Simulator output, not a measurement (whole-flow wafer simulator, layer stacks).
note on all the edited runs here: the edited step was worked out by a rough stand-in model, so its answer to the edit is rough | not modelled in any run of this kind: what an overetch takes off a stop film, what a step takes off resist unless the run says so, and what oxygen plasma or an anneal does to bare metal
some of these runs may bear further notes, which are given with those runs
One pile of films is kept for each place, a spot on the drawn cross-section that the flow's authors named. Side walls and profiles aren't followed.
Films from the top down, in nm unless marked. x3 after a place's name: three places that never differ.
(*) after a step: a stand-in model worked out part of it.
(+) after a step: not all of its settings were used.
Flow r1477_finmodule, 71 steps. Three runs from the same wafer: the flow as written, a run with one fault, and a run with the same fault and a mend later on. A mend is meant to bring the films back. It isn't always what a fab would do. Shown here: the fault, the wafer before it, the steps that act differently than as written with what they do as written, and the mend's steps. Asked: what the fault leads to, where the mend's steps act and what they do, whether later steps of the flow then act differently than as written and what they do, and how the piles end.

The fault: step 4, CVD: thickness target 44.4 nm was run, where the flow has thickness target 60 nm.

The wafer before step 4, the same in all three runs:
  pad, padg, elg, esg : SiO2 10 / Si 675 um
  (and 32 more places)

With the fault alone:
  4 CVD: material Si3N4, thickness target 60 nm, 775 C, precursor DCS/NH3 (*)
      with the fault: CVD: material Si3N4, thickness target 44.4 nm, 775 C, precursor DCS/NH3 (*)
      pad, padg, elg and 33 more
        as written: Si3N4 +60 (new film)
        with the fault: Si3N4 +44.4 (new film)
  Later steps of the flow that act differently than as written (5 more steps differ only slightly, by at most 2% or 0.5 nm, whichever is larger, and aren't shown):
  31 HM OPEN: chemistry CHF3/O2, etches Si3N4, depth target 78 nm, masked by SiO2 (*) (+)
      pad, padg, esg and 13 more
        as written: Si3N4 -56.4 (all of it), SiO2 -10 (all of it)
        with the fault: Si3N4 -40.8 (all of it), SiO2 -10 (all of it)
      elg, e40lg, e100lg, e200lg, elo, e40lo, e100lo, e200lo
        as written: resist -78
        with the fault: resist -61.2
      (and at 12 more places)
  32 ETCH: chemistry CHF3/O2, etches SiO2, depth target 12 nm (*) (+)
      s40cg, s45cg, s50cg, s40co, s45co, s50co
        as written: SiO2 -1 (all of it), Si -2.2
        with the fault: SiO2 -1.61 (all of it), Si -2.08
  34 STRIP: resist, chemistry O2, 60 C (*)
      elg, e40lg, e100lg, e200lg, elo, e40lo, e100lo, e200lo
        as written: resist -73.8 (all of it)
        with the fault: resist -90.6 (all of it)
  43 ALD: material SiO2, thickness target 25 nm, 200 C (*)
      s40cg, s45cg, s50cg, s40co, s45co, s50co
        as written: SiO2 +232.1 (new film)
        with the fault: SiO2 +224.8 (new film)
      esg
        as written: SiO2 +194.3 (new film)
        with the fault: SiO2 +178.6 (new film)
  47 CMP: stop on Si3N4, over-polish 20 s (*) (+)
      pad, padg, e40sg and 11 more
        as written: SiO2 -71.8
        with the fault: SiO2 -87.4
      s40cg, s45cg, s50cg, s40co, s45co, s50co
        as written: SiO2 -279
        with the fault: SiO2 -287.4
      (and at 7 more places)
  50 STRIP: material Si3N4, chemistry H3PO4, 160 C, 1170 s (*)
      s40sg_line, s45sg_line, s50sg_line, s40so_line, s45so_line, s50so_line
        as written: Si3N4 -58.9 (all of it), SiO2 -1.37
        with the fault: Si3N4 -43.3 (all of it), SiO2 -1.85
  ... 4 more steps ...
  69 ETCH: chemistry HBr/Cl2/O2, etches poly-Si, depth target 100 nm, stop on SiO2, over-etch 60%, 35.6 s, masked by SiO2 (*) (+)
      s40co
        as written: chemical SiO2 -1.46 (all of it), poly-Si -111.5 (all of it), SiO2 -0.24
        with the fault: chemical SiO2 -1.46 (all of it), poly-Si -129.1 (all of it), SiO2 -0.15
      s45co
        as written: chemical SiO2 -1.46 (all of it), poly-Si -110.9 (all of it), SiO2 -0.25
        with the fault: chemical SiO2 -1.46 (all of it), poly-Si -129.1 (all of it), SiO2 -0.15
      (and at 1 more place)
  At the end the piles differ from the flow's by more than 2% or 0.5 nm, whichever is larger, at pad, padg, elg and 27 more.
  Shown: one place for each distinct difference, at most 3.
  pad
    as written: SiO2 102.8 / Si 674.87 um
    with the fault: SiO2 87.2 / Si 674.87 um
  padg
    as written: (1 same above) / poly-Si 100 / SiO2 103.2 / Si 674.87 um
    with the fault: (1 same above) / poly-Si 100 / SiO2 87.6 / Si 674.87 um
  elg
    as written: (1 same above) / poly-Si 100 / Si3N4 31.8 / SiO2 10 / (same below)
    with the fault: (1 same above) / poly-Si 100 / Si3N4 16.2 / SiO2 10 / (same below)

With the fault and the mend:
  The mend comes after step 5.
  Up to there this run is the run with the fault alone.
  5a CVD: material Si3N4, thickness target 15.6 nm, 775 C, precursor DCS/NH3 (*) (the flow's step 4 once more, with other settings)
      pad, padg, elg and 33 more
        Si3N4 +15.6
  No later step of the flow acts differently than as written at any place that is followed.
  At the end the piles are the same as the flow's at every place that both follow.
